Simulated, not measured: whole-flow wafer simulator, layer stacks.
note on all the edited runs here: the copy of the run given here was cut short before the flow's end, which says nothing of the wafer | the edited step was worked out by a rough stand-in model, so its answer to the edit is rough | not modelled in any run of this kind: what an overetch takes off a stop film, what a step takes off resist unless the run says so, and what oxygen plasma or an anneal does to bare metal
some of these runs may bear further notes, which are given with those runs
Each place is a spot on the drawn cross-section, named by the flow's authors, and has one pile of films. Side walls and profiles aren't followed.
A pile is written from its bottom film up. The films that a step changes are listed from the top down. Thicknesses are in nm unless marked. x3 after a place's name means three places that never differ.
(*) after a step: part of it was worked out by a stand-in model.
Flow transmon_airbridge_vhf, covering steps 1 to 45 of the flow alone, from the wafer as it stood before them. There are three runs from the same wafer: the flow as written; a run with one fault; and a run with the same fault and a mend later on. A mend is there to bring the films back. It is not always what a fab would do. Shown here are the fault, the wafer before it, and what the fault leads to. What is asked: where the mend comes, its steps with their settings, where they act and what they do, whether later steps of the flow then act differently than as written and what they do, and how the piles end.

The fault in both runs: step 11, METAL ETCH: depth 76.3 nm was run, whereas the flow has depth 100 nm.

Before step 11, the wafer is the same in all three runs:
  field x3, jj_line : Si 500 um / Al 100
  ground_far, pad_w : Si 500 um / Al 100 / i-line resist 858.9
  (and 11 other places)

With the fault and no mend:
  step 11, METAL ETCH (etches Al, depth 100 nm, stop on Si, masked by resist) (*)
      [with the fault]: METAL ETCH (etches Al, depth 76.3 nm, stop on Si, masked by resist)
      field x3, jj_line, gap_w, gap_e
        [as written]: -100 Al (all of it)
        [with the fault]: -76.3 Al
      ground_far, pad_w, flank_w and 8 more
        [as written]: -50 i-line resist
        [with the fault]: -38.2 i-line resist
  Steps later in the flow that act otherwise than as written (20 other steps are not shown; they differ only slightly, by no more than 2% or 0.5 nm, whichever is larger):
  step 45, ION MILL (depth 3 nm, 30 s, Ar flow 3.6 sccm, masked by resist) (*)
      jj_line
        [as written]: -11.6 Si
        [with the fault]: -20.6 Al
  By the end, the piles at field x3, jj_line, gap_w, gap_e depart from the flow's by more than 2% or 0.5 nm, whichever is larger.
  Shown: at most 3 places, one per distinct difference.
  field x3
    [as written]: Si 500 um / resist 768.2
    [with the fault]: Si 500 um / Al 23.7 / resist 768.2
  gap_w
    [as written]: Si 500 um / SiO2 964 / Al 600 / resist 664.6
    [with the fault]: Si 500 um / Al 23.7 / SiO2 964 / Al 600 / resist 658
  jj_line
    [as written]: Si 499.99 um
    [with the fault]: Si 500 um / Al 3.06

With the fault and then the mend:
  The mend stands after step 11.
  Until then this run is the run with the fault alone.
  step 11a, METAL ETCH (etches Al, depth 23.7 nm, stop on Si, masked by resist) (*) (a further turn of the flow's step 11, with different settings)
      ground_far, pad_w, flank_w and 8 more
        -11.8 i-line resist
      field x3, jj_line, gap_w, gap_e
        -23.7 Al (all of it)
  Every later step of the flow that is run acts as written at every place that is followed.
  The piles end the same as the flow's at every place that both follow.
